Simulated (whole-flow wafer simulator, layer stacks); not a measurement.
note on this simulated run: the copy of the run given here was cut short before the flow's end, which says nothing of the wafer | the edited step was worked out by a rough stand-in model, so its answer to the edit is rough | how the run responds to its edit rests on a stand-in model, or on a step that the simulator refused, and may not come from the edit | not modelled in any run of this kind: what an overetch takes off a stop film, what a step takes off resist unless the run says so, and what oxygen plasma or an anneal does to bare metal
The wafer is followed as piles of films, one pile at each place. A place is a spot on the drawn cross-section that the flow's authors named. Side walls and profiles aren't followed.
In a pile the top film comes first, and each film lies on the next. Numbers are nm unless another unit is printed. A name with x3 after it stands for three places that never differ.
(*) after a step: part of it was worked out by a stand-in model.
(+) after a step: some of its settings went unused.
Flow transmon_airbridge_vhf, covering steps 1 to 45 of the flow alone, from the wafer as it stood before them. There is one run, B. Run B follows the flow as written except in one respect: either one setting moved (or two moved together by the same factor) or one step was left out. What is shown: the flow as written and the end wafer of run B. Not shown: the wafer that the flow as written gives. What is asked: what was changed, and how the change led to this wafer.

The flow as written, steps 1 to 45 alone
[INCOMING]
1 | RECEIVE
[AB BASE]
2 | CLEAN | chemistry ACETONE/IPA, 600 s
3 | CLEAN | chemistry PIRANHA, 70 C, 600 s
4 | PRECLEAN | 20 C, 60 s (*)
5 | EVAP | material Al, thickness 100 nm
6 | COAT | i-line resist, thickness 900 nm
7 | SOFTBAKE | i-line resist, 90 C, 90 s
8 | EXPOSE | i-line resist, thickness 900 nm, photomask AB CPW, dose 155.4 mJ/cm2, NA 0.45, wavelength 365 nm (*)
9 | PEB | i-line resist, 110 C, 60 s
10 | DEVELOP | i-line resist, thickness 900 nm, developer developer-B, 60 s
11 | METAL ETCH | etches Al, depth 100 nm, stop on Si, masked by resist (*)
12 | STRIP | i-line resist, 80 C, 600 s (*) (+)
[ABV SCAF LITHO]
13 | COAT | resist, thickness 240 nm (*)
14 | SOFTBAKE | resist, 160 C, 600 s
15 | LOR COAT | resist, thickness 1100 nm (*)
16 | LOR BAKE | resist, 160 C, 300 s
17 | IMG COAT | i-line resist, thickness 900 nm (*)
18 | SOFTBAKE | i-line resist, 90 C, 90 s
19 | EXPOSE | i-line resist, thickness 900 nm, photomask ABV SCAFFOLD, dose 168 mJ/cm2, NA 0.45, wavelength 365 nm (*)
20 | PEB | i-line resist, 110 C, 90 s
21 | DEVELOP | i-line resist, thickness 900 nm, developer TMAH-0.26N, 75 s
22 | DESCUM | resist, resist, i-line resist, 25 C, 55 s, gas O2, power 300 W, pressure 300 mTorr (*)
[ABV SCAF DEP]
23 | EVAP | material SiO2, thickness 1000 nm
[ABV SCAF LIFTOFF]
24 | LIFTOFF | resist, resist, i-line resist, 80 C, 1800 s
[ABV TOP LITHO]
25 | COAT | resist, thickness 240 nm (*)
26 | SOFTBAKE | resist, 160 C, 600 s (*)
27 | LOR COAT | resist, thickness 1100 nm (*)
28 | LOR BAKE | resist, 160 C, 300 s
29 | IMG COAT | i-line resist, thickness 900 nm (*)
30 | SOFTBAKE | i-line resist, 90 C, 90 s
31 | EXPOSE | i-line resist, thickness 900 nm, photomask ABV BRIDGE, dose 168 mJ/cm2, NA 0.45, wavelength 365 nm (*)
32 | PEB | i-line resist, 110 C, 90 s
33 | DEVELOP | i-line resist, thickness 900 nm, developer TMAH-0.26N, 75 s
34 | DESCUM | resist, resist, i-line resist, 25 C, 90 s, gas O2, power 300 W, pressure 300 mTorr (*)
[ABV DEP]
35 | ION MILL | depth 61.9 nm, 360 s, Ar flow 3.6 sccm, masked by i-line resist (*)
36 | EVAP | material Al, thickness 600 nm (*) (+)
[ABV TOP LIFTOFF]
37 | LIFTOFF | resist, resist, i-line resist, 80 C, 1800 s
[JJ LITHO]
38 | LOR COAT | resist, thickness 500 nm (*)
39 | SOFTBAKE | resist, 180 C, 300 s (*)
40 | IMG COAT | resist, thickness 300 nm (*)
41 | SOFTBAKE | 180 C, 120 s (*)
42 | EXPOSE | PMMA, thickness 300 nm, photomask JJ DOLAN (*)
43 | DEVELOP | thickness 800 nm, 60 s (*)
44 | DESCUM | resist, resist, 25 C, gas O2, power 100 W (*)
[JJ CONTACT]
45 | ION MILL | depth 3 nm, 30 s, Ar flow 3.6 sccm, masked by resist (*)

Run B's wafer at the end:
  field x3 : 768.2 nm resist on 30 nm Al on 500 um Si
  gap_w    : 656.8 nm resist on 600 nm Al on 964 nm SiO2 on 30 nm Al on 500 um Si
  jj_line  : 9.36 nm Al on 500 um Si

The reason: step 11, METAL ETCH: depth 70 nm was run, whereas the flow has depth 100 nm.

Step by step, how the change led to this:
  11 | METAL ETCH | etches Al, depth 100 nm, stop on Si, masked by resist (*)
      field x3, jj_line, gap_w, gap_e: Al loses 70 (as written it would have been: Al loses 100 (all of it))
      ground_far, pad_w, flank_w and 8 more: i-line resist loses 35 (as written it would have been: i-line resist loses 50)
  13 | COAT | resist, thickness 240 nm (*)
      flank_w, flank_e: resist gains 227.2 (new film) (as written it would have been: resist gains 222.3 (new film))
  22 | DESCUM | resist, resist, i-line resist, 25 C, 55 s, gas O2, power 300 W, pressure 300 mTorr (*)
      flank_w, flank_e: resist loses 227.2 (all of it) (as written it would have been: resist loses 222.3 (all of it))
  45 | ION MILL | depth 3 nm, 30 s, Ar flow 3.6 sccm, masked by resist (*)
      jj_line: Al loses 20.6 (as written it would have been: Si loses 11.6)
With metal films that touch counted as one body, field x3 has 1 body; the flow as written gives 0 bodies.
With metal films that touch counted as one body, gap_w has 2 bodies (between them, from the top down: SiO2 964); the flow as written gives 1 body.
With metal films that touch counted as one body, jj_line has 1 body; the flow as written gives 0 bodies.
